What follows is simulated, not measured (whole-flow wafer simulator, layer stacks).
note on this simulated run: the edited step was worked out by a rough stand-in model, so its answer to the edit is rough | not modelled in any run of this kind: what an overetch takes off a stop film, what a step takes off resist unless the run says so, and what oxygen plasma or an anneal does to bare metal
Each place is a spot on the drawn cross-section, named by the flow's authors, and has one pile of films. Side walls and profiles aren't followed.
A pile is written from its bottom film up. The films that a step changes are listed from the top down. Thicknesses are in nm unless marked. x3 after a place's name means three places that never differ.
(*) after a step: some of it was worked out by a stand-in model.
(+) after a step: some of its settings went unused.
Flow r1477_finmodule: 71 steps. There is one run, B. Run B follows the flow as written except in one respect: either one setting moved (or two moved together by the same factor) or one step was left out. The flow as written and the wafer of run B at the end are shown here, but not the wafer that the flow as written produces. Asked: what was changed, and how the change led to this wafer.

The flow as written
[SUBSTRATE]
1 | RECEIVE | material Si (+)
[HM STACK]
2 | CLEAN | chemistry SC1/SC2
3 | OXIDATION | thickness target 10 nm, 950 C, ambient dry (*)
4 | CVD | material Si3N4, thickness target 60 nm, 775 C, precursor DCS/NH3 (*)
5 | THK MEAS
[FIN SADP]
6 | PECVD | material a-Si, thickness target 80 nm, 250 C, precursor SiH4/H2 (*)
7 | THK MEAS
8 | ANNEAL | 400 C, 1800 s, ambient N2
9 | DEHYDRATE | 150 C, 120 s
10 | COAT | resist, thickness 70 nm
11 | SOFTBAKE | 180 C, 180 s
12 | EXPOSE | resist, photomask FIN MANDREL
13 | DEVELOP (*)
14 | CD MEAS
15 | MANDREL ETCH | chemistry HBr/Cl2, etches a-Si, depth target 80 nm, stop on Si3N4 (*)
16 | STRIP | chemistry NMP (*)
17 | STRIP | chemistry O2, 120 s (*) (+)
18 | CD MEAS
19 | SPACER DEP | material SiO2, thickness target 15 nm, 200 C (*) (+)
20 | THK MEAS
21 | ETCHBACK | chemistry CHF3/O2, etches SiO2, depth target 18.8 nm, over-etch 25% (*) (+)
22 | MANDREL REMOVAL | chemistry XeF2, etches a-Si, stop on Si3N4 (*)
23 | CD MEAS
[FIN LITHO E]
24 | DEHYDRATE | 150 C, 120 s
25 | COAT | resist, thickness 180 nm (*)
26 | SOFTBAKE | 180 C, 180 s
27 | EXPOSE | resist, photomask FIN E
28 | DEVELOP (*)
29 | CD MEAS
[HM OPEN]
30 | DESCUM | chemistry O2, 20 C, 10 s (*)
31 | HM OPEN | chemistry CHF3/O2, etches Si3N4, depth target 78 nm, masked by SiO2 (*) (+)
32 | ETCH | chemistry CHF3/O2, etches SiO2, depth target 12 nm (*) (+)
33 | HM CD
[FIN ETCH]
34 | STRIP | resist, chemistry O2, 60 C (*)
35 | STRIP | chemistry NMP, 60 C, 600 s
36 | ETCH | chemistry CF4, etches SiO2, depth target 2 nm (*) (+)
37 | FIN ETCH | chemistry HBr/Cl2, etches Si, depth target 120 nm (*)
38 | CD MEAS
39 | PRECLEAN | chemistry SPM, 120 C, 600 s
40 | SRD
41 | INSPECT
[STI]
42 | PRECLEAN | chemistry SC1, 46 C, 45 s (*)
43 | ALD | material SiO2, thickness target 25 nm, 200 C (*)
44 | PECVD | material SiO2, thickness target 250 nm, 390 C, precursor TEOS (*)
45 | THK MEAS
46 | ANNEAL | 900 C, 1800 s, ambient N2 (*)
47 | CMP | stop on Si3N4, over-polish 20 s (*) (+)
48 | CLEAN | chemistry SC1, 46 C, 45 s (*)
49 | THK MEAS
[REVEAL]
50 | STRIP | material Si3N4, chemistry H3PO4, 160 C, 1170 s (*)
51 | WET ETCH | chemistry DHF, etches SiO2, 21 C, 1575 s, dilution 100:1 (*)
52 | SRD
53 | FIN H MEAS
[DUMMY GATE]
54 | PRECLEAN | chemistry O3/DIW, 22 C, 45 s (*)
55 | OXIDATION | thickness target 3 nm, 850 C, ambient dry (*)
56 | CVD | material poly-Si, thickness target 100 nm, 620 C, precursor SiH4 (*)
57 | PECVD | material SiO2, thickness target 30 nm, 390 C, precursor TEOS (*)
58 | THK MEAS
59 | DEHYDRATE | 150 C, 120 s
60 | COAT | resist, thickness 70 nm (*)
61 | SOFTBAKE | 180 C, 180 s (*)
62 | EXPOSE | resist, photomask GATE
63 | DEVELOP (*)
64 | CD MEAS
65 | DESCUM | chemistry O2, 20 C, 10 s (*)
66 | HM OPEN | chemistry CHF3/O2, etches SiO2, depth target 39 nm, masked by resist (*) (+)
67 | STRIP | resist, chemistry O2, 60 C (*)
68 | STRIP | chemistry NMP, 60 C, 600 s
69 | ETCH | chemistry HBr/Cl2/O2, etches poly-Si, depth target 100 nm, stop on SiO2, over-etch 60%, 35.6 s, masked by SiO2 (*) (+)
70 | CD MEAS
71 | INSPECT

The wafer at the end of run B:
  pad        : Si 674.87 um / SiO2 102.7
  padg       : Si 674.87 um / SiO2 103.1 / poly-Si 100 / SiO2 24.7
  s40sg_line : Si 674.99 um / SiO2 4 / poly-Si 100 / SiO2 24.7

The reason: step 55, OXIDATION: thickness target 4 nm was run, whereas the flow has thickness target 3 nm.
The wafer lets one read it off: s40sg_line has SiO2 4, and step 55 as written asks for 3 nm.

How this came from the change, step by step:
  55 | OXIDATION | thickness target 3 nm, 850 C, ambient dry (*)
      s40sg_line, s45sg_line, s50sg_line, s40so_line, s45so_line, s50so_line: SiO2 gains 4 (new film), chemical SiO2 loses 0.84 (all of it), Si loses 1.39 (in the flow as written it would be: SiO2 gains 3 (new film), chemical SiO2 loses 0.84 (all of it), Si loses 0.95)
